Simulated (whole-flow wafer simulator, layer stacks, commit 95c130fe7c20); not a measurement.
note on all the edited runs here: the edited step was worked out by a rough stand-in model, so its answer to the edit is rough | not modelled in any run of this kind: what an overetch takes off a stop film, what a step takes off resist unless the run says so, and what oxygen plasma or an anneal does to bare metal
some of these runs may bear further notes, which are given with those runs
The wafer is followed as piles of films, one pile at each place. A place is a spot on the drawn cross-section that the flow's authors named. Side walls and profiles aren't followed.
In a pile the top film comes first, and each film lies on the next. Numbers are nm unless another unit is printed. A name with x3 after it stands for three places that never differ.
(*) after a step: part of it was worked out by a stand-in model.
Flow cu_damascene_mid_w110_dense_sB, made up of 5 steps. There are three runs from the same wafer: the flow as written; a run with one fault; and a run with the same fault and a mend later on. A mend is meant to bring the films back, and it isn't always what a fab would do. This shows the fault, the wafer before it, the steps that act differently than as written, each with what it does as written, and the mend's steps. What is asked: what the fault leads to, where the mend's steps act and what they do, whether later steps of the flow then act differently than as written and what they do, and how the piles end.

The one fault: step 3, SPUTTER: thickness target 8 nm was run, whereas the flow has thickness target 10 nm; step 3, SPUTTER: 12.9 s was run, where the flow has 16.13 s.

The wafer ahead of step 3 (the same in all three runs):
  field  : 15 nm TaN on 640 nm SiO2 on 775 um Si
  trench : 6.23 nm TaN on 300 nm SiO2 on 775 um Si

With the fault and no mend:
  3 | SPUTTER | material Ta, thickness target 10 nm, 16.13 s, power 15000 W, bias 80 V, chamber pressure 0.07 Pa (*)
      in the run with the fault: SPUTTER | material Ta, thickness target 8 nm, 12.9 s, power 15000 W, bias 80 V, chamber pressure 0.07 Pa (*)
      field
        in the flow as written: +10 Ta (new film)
        in the run with the fault: +8 Ta (new film)
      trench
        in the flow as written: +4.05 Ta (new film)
        in the run with the fault: +3.24 Ta (new film)
  Later steps of the flow that are run all act as written at every place that is followed, up to a difference of at most 2% or 0.5 nm, whichever is larger.
  The piles end different from the flow's at field, trench by more than 2% or 0.5 nm, whichever is larger.
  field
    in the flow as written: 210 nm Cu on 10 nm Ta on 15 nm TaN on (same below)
    in the run with the fault: 210 nm Cu on 8 nm Ta on 15 nm TaN on (same below)
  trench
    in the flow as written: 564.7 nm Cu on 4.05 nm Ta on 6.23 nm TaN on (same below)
    in the run with the fault: 563.5 nm Cu on 3.24 nm Ta on 6.23 nm TaN on (same below)

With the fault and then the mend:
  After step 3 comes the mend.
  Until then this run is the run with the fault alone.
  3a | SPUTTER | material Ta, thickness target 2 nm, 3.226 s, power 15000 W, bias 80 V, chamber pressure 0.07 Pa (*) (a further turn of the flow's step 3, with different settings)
      field
        +2 Ta
      trench
        +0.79 Ta
  Later steps of the flow that are run all act as written at every place that is followed.
  The piles end only slightly different from the flow's at the places that both follow, by no more than 2% or 0.5 nm, whichever is larger.
